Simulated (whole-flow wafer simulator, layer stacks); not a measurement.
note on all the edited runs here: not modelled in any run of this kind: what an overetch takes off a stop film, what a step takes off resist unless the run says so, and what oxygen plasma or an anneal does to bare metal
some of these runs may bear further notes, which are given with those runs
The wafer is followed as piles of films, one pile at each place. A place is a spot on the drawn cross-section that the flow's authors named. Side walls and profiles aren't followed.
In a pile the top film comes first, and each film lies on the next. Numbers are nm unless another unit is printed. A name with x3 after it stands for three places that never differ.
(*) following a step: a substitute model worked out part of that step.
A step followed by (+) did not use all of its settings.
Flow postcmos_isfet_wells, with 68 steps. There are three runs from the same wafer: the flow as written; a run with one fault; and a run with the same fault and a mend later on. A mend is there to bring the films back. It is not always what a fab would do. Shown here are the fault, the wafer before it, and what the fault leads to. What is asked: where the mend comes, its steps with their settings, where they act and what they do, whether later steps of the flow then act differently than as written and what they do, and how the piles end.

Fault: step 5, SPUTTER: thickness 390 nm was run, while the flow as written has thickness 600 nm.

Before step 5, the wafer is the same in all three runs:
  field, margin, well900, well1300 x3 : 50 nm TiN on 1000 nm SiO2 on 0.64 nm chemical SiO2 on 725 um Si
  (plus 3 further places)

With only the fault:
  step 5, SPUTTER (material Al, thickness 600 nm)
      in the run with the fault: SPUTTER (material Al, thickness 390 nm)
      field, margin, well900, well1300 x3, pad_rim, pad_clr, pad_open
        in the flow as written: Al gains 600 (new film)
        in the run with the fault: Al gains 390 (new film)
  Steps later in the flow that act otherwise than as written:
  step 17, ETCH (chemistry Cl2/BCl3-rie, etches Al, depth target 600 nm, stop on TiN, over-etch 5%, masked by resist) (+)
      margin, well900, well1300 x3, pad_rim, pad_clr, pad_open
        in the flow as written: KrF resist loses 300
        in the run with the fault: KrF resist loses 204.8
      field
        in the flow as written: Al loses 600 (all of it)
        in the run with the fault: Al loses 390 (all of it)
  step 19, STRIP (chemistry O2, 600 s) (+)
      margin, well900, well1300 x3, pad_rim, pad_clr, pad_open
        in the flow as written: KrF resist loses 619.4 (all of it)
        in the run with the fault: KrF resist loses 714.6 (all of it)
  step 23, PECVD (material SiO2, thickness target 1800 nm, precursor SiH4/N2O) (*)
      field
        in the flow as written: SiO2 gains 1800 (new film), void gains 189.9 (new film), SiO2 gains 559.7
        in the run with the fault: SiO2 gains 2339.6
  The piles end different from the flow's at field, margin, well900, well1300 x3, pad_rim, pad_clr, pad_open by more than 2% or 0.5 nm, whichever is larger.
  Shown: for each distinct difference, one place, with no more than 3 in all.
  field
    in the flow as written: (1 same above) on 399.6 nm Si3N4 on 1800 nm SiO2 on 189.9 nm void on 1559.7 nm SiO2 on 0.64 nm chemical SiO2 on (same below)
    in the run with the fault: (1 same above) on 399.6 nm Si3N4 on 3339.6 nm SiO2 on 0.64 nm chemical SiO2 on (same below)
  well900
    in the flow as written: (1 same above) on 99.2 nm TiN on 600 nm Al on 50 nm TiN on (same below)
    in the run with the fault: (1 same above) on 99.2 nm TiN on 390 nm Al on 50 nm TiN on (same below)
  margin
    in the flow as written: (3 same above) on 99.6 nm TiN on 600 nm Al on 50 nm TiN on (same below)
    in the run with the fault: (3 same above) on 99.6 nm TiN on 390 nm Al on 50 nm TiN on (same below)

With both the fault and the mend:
  The mend follows step 5.
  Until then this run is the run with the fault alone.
  step 5a, SPUTTER (material Al, thickness 210 nm) (the flow's step 5, run once more with other settings)
      field, margin, well900, well1300 x3, pad_rim, pad_clr, pad_open
        Al gains 210
  Later steps of the flow that are run all act as written at every place that is followed.
  By the end, the piles equal the flow's at every place that both follow.
